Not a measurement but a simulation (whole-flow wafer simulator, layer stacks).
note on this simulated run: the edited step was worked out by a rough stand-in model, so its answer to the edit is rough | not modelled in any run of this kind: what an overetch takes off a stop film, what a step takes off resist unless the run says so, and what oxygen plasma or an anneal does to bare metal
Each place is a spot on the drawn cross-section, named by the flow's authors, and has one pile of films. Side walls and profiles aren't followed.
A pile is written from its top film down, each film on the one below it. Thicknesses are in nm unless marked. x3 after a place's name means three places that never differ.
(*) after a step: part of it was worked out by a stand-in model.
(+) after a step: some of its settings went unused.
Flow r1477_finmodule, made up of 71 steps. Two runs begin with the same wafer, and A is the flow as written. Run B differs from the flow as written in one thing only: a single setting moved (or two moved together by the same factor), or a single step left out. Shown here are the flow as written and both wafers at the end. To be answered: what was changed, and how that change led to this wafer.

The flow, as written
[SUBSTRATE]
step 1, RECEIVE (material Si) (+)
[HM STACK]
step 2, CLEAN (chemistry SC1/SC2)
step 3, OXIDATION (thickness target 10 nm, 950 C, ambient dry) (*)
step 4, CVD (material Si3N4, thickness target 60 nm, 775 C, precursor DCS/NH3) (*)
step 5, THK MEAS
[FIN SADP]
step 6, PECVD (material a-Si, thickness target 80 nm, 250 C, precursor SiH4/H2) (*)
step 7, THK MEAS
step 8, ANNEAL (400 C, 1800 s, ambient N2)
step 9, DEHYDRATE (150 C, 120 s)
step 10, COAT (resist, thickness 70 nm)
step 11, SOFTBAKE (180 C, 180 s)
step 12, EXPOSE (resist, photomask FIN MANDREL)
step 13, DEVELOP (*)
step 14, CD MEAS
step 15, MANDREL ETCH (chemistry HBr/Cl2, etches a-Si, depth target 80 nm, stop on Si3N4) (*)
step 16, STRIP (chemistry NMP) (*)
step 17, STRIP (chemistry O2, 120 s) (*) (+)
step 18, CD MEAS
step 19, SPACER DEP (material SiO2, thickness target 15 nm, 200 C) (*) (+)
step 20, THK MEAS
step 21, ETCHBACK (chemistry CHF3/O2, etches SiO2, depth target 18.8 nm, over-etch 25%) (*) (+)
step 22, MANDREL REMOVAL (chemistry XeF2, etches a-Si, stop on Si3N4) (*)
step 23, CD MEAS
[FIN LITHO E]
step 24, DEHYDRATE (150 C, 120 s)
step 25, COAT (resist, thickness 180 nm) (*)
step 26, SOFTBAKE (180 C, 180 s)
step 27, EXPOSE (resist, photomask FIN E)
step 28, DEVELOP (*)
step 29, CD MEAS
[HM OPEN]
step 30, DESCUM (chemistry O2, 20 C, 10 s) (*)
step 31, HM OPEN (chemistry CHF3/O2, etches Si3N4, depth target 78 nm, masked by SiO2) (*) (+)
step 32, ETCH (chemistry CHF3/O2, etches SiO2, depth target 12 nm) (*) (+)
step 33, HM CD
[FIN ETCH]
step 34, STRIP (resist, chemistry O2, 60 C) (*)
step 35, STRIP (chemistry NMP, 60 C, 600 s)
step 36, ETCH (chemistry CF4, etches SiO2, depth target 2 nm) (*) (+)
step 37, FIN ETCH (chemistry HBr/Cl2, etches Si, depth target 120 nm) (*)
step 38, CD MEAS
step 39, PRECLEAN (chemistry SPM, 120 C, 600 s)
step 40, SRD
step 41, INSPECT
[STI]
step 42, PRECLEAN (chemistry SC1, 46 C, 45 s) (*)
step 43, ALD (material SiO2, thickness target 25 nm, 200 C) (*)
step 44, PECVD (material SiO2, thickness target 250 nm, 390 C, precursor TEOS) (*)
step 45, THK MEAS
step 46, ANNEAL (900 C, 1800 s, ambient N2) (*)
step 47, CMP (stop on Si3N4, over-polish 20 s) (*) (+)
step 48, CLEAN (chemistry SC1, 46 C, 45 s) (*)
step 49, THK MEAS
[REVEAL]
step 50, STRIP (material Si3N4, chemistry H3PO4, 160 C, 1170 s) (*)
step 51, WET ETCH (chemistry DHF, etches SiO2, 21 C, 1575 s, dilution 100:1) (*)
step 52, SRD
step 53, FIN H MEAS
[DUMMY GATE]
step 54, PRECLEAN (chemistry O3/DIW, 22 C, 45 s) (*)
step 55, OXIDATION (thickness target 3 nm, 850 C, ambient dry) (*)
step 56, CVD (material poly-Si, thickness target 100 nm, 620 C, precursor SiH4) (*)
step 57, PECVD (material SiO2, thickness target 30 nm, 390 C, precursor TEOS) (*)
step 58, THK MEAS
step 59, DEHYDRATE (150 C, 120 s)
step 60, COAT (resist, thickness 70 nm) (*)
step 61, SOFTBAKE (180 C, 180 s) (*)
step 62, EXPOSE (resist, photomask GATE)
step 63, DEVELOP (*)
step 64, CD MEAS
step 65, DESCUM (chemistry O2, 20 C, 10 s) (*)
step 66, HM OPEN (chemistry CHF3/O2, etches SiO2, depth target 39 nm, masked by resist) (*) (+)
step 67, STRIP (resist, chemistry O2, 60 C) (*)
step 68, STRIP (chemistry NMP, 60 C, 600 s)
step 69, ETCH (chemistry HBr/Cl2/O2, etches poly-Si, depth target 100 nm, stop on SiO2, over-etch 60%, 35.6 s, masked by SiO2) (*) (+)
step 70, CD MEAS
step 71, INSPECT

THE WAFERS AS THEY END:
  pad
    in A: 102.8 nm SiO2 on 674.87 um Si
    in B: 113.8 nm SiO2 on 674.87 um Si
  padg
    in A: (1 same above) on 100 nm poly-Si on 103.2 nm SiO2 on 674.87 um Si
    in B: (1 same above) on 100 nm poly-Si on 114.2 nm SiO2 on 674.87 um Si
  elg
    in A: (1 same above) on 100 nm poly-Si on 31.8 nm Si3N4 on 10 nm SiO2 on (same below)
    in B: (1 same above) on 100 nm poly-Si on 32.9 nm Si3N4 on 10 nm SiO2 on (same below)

What caused this: step 51, WET ETCH: 17.68 C was run, though the flow has 21 C.

Step by step, how the change led to this:
  step 51, WET ETCH (chemistry DHF, etches SiO2, 21 C, 1575 s, dilution 100:1) (*)
      pad, padg, e40sg and 12 more: A SiO2 loses 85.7 | B SiO2 loses 74.7
      elg, e40lg, e100lg, e200lg, elo, e40lo, e100lo, e200lo: A SiO2 loses 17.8 (all of it), Si3N4 loses 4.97 | B SiO2 loses 17.8 (all of it), Si3N4 loses 3.79
      (as well as at 7 more places)
  step 56, CVD (material poly-Si, thickness target 100 nm, 620 C, precursor SiH4) (*)
      s40cg, s40co: A poly-Si gains 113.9 (new film) | B poly-Si gains 103.8 (new film)
      s45cg, s45co: A poly-Si gains 113.4 (new film) | B poly-Si gains 103.2 (new film)
      (as well as at 3 more places)
  step 60, COAT (resist, thickness 70 nm) (*)
      e40sg, eso, e40so: A resist gains 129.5 (new film) | B resist gains 120.2 (new film)
      e100sg, e100so: A resist gains 129.4 (new film) | B resist gains 120.1 (new film)
      (as well as at 8 more places)
  step 63, DEVELOP (*)
      eso, e40so: A resist loses 129.5 (all of it) | B resist loses 120.2 (all of it)
      e100so: A resist loses 129.4 (all of it) | B resist loses 120.1 (all of it)
      (as well as at 4 more places)
  step 67, STRIP (resist, chemistry O2, 60 C) (*)
      e40sg: A resist loses 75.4 (all of it) | B resist loses 66.1 (all of it)
      e100sg: A resist loses 75.3 (all of it) | B resist loses 66 (all of it)
      (as well as at 4 more places)
  step 69, ETCH (chemistry HBr/Cl2/O2, etches poly-Si, depth target 100 nm, stop on SiO2, over-etch 60%, 35.6 s, masked by SiO2) (*) (+)
      s40co: A chemical SiO2 loses 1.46 (all of it), poly-Si loses 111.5 (all of it), SiO2 loses 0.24 | B chemical SiO2 loses 1.41 (all of it), poly-Si loses 101.4 (all of it), SiO2 loses 0.29
      s45co: A chemical SiO2 loses 1.46 (all of it), poly-Si loses 110.9 (all of it), SiO2 loses 0.25 | B chemical SiO2 loses 1.41 (all of it), poly-Si loses 100.8 (all of it), SiO2 loses 0.3
      (as well as at 1 more place)
